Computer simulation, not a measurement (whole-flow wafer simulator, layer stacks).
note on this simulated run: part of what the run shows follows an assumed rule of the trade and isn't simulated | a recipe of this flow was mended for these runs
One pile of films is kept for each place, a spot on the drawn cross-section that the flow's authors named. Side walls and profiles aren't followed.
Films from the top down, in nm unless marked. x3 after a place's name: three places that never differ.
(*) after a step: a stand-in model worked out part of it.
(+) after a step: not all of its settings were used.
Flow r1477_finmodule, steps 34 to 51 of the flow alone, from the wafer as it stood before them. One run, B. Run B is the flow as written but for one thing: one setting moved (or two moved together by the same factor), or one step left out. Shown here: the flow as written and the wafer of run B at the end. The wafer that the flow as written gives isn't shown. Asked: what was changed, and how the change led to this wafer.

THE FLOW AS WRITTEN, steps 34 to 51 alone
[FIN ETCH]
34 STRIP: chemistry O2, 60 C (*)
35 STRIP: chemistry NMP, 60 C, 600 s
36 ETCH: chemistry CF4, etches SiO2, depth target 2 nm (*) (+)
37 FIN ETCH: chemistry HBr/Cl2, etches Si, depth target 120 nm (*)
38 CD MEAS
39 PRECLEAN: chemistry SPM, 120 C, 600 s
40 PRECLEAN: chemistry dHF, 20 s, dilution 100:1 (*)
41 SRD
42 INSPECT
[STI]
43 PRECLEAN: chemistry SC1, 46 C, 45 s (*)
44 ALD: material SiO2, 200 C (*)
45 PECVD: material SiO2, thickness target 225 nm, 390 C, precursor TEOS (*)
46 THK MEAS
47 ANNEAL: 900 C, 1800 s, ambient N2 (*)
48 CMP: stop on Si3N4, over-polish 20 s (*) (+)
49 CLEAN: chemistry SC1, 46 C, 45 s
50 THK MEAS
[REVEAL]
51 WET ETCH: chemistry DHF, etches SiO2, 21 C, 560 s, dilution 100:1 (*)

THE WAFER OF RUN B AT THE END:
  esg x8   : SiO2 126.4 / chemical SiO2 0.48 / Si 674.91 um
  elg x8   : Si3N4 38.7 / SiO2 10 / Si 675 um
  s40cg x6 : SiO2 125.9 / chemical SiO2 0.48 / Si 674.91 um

The cause: step 37, FIN ETCH: depth target 84.1 nm was run, where the flow has depth target 120 nm.

How the change led to this, step by step:
  37 FIN ETCH: chemistry HBr/Cl2, etches Si, depth target 120 nm (*)
      pad x2, esg x8, s40cg x6, s40sg x6: Si -84.1 (as written it would be: Si -120)
      elg x8: Si3N4 -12 (as written it would be: Si3N4 -17.1)
      (and at 6 more places)
  44 ALD: material SiO2, 200 C (*)
      esg x8: SiO2 +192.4 (new film) (as written it would be: SiO2 +223.2 (new film))
      s40cg x6: SiO2 +230 (new film) (as written it would be: SiO2 +263.2 (new film))
      (and at 6 more places)
  48 CMP: stop on Si3N4, over-polish 20 s (*) (+)
      elg x8, esg x8: SiO2 -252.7 (as written it would be: SiO2 -247.6)
      pad x2: SiO2 -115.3 (as written it would be: SiO2 -79.4)
  51 WET ETCH: chemistry DHF, etches SiO2, 21 C, 560 s, dilution 100:1 (*)
      elg x8: SiO2 -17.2 (all of it), Si3N4 -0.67 (as written it would be: SiO2 -22.3 (all of it), Si3N4 -0.41)
